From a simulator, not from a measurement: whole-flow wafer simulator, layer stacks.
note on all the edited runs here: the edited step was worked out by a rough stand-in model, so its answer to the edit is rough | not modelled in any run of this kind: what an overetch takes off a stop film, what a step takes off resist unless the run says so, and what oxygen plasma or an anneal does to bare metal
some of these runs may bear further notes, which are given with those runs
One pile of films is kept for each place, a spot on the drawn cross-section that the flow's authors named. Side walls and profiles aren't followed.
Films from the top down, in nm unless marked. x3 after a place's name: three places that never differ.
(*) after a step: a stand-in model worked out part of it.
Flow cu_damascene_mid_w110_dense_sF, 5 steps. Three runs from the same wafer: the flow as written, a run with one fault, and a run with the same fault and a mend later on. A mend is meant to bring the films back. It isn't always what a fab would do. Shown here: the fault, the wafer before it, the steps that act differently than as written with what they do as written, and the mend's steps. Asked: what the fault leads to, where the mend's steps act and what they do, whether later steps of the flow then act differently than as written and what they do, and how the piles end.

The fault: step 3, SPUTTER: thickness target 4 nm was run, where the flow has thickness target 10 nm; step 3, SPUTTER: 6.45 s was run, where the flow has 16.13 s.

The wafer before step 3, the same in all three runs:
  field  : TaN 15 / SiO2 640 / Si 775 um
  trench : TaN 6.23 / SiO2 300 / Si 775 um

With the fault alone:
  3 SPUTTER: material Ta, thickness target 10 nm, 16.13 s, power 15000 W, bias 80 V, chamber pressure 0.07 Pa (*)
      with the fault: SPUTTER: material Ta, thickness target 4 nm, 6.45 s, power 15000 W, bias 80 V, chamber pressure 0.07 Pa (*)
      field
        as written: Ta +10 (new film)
        with the fault: Ta +4 (new film)
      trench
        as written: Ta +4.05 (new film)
        with the fault: Ta +1.62 (new film)
  No later step of the flow acts differently than as written, at any place that is followed, by more than 2% or 0.5 nm, whichever is larger.
  At the end the piles differ from the flow's by more than 2% or 0.5 nm, whichever is larger, at field, trench.
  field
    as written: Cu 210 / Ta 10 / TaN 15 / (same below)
    with the fault: Cu 210 / Ta 4 / TaN 15 / (same below)
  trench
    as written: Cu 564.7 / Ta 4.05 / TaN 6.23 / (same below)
    with the fault: Cu 561.2 / Ta 1.62 / TaN 6.23 / (same below)

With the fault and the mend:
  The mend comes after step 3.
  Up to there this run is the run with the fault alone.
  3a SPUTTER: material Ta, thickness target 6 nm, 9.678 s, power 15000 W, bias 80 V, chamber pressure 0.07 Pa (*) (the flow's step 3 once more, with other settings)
      field
        Ta +6
      trench
        Ta +2.39
  No later step of the flow acts differently than as written, at any place that is followed, by more than 2% or 0.5 nm, whichever is larger.
  At the end the piles differ from the flow's only slightly at the places that both follow, by at most 2% or 0.5 nm, whichever is larger.
